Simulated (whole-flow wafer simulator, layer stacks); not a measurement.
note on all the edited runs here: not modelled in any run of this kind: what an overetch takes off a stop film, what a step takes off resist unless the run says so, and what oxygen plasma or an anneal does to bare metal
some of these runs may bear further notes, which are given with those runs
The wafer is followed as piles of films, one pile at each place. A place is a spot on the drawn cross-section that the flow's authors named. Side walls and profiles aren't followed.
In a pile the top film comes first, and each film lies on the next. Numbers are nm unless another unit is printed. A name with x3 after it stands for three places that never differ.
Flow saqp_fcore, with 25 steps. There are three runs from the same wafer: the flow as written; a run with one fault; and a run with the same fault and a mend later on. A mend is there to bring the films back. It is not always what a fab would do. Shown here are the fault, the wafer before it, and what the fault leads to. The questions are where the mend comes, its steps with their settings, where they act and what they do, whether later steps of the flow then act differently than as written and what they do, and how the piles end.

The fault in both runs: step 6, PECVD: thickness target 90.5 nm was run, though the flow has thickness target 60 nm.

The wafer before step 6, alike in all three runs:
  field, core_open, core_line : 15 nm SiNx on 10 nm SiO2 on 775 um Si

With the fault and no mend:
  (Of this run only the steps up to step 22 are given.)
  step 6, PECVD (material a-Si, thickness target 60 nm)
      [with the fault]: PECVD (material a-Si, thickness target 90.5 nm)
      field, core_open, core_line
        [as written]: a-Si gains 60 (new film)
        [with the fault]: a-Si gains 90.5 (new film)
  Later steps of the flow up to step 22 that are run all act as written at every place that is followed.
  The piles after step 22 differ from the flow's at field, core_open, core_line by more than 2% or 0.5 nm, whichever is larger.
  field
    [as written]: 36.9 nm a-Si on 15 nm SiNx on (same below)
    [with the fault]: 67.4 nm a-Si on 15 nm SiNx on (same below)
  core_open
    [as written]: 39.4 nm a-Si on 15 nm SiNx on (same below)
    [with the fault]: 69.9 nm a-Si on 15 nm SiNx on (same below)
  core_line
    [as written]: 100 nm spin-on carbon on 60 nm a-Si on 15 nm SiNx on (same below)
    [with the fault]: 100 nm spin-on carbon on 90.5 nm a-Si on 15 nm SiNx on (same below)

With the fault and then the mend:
  The mend follows step 7.
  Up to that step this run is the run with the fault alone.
  step 7a, ETCH (chemistry tmah, depth target 104.1 nm)
      field, core_open, core_line
        a-Si loses 90.5 (all of it)
  step 7b, PECVD (material a-Si, thickness target 60 nm) (the flow's step 6, run once more)
      field, core_open, core_line
        a-Si gains 60 (new film)
  Later steps of the flow that are run all act as written at every place that is followed.
  At every place that both follow, the piles at the end match the flow's.
